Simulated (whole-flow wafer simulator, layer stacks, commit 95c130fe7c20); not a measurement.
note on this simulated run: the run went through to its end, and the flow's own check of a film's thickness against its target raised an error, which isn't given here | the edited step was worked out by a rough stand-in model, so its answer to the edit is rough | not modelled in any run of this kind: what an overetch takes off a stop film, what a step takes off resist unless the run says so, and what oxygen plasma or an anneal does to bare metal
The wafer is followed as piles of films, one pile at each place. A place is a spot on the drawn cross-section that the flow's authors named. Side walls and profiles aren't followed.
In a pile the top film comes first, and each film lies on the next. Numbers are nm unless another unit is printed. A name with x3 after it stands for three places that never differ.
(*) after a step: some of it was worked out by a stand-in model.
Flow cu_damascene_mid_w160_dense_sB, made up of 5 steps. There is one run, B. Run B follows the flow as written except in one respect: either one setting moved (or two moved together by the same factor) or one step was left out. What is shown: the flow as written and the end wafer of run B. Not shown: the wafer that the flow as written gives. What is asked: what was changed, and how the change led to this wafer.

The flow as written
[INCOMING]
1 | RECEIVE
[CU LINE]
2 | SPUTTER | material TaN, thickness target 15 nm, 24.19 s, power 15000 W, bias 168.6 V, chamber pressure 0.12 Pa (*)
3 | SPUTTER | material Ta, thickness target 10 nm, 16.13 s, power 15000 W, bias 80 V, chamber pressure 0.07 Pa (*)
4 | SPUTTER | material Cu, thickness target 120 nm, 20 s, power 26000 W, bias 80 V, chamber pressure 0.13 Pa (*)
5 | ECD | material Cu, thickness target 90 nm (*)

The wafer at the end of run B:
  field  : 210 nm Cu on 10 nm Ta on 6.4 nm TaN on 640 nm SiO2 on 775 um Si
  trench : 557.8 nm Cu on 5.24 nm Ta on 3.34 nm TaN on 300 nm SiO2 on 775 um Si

The reason: step 2, SPUTTER: thickness target 6.4 nm was run, while the flow as written has thickness target 15 nm; step 2, SPUTTER: 10.28 s was run, where the flow has 24.19 s.
The wafer itself shows it: field has TaN 6.4, and step 2 as written asks for 15 nm.

How this came from the change, step by step:
  2 | SPUTTER | material TaN, thickness target 15 nm, 24.19 s, power 15000 W, bias 168.6 V, chamber pressure 0.12 Pa (*)
      field: +6.4 TaN (new film) (in the flow as written it would be: +15 TaN (new film))
      trench: +3.34 TaN (new film) (in the flow as written it would be: +7.82 TaN (new film))
  4 | SPUTTER | material Cu, thickness target 120 nm, 20 s, power 26000 W, bias 80 V, chamber pressure 0.13 Pa (*)
      trench: +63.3 Cu (new film) (in the flow as written it would be: +62 Cu (new film))
